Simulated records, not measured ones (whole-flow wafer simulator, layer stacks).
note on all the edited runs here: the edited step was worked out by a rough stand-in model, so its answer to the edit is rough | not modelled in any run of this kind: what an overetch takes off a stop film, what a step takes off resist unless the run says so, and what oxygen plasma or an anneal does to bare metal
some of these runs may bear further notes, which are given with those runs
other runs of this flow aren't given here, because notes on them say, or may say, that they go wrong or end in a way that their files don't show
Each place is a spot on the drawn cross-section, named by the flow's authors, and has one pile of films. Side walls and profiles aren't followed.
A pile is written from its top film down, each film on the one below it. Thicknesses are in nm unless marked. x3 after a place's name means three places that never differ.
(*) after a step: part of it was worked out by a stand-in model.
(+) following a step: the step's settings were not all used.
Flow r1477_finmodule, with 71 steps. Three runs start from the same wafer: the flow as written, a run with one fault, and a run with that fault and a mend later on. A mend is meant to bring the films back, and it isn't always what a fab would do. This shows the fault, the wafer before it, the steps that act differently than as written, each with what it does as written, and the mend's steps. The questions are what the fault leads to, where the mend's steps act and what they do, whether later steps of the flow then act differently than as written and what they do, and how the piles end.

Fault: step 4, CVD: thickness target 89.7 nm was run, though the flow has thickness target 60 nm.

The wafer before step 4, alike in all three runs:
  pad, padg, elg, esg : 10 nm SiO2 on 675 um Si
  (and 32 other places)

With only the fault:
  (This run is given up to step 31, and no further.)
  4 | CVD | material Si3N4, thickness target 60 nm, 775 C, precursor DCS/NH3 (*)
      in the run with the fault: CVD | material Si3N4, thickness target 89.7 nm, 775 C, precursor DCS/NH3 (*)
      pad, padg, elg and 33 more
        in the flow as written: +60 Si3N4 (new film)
        in the run with the fault: +89.7 Si3N4 (new film)
  Steps later in the flow that act otherwise than as written:
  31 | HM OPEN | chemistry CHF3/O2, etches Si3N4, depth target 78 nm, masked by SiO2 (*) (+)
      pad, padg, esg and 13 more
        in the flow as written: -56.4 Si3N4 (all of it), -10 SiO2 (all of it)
        in the run with the fault: -78 Si3N4
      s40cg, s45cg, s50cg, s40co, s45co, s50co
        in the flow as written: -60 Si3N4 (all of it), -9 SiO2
        in the run with the fault: -78 Si3N4
  Once step 31 is done, the piles at pad, padg, elg and 33 more depart from the flow's by more than 2% or 0.5 nm, whichever is larger.
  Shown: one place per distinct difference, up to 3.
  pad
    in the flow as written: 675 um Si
    in the run with the fault: 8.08 nm Si3N4 on 10 nm SiO2 on 675 um Si
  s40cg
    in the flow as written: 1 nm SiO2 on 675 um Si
    in the run with the fault: 11.7 nm Si3N4 on 10 nm SiO2 on 675 um Si
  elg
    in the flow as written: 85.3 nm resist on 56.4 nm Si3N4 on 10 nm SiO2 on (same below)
    in the run with the fault: 85.3 nm resist on 86.1 nm Si3N4 on 10 nm SiO2 on (same below)

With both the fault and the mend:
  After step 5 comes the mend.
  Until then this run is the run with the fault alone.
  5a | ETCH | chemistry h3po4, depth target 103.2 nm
      pad, padg, elg and 33 more
        -89.7 Si3N4 (all of it)
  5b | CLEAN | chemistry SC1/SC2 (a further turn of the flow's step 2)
      does not change any film at any place that is followed
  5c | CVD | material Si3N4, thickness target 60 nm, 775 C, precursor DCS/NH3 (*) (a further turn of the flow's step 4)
      pad, padg, elg and 33 more
        +60 Si3N4 (new film)
  Later steps of the flow that are run all act as written at every place that is followed.
  By the end, the piles equal the flow's at every place that both follow.
